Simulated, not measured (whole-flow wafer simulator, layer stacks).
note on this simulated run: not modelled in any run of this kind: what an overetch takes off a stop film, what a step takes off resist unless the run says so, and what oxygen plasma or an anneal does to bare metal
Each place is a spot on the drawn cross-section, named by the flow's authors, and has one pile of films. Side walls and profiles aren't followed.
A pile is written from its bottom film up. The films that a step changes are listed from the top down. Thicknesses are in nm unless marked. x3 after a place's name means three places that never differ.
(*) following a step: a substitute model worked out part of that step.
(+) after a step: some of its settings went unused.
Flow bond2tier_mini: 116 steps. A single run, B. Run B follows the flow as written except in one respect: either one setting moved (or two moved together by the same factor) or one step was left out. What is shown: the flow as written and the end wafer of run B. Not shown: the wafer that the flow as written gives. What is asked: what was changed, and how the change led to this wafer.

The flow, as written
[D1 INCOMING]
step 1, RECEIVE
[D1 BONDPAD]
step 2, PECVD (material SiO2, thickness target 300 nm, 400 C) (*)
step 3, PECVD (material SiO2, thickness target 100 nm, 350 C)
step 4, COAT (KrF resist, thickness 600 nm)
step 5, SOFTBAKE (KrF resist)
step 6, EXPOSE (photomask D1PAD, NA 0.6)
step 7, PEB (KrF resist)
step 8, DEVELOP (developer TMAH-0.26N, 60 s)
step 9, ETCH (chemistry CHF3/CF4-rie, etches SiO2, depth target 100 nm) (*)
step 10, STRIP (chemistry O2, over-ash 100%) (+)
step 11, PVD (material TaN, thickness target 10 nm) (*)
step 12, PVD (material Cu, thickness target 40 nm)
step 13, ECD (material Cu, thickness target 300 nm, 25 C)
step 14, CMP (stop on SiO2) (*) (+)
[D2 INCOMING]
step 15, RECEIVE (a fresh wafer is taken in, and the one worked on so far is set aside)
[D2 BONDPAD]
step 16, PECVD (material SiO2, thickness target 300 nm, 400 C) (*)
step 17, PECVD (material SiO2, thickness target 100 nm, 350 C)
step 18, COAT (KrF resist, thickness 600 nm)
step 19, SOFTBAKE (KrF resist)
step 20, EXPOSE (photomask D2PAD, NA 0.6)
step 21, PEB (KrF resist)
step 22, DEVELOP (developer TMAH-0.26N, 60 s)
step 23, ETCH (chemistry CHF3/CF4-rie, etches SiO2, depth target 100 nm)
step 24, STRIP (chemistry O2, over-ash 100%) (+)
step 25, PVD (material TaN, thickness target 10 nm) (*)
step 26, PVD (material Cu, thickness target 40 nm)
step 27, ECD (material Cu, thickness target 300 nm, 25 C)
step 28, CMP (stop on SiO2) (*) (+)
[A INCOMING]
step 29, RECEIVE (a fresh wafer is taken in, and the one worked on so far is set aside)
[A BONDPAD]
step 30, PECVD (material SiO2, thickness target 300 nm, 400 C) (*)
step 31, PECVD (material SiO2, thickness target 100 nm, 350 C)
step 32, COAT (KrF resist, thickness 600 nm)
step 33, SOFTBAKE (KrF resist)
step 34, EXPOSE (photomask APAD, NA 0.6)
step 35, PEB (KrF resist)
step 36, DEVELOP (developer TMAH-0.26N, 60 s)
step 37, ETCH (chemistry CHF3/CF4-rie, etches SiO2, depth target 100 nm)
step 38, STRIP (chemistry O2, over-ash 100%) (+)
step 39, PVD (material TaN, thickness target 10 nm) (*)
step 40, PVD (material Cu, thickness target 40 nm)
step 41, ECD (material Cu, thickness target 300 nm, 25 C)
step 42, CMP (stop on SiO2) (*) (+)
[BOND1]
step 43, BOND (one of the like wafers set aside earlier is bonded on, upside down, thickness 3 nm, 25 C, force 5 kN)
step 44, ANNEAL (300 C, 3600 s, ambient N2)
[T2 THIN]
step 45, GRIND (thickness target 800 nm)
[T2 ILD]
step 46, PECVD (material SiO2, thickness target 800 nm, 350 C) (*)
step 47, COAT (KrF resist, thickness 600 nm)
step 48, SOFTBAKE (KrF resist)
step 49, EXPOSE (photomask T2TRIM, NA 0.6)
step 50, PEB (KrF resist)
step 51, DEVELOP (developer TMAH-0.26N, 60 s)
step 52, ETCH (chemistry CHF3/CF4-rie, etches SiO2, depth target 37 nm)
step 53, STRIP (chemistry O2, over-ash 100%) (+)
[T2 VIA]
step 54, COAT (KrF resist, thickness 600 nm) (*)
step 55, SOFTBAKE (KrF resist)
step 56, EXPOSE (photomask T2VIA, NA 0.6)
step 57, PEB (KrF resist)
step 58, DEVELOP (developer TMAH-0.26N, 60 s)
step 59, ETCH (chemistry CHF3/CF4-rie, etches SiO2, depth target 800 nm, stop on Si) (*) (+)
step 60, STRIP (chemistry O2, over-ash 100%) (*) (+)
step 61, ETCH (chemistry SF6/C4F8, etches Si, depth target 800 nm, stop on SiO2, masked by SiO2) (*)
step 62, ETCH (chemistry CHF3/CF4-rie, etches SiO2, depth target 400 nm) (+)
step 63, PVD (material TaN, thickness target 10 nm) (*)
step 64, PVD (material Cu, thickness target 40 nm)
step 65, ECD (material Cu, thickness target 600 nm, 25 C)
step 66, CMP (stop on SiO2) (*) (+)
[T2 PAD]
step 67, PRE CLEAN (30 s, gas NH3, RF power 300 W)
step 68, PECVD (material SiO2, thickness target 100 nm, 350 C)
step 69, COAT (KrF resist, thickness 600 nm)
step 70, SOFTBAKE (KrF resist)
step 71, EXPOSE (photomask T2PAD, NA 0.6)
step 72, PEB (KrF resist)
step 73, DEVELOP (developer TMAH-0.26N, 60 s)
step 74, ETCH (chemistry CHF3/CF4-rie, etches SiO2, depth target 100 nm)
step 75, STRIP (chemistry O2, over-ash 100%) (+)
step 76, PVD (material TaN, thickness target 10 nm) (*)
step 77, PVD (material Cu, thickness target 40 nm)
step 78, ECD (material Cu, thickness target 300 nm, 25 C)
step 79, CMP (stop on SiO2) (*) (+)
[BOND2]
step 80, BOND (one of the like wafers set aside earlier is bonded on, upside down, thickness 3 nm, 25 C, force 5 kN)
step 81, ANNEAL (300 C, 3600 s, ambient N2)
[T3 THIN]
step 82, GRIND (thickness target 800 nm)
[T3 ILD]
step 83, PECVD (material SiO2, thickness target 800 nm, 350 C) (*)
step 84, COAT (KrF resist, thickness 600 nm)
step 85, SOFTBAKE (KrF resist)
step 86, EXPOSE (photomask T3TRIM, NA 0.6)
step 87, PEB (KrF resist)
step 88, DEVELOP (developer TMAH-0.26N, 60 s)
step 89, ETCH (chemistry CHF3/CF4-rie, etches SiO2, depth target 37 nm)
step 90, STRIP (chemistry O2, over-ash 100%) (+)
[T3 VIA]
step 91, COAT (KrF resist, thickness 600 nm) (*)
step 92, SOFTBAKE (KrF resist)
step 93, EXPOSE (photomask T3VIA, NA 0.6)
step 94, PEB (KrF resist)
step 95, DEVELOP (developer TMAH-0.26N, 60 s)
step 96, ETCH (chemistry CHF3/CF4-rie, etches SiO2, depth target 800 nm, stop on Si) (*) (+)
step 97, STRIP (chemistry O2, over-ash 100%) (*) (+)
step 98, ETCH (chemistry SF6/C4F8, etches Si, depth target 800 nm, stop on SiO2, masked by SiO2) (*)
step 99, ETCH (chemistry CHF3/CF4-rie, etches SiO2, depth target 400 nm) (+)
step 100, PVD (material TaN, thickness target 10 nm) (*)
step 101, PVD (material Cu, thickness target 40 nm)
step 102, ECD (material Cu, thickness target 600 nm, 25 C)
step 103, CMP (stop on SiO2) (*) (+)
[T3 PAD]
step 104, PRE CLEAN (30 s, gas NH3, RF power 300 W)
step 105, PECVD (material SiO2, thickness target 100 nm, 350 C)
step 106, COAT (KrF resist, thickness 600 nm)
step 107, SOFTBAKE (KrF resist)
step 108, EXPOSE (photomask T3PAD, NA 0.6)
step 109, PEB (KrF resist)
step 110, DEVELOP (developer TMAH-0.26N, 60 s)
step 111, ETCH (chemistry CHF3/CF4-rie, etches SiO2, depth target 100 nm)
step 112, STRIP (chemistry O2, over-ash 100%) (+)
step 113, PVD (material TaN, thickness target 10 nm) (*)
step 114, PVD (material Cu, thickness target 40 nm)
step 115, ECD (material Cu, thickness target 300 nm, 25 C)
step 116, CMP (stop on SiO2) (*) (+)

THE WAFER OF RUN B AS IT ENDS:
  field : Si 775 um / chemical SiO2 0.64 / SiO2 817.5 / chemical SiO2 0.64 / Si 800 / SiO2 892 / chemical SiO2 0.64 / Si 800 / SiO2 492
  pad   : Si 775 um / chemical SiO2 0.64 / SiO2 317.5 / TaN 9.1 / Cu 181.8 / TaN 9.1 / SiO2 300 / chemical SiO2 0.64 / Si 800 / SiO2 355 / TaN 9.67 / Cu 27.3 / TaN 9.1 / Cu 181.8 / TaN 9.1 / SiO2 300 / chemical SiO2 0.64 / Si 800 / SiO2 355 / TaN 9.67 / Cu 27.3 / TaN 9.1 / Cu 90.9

The reason: step 31, PECVD: thickness target 117.5 nm was run, while the flow as written has thickness target 100 nm.

How this came from the change, step by step:
  step 31, PECVD (material SiO2, thickness target 100 nm, 350 C)
      field, pad, via: +117.5 SiO2 (as written it would have been: +100 SiO2)
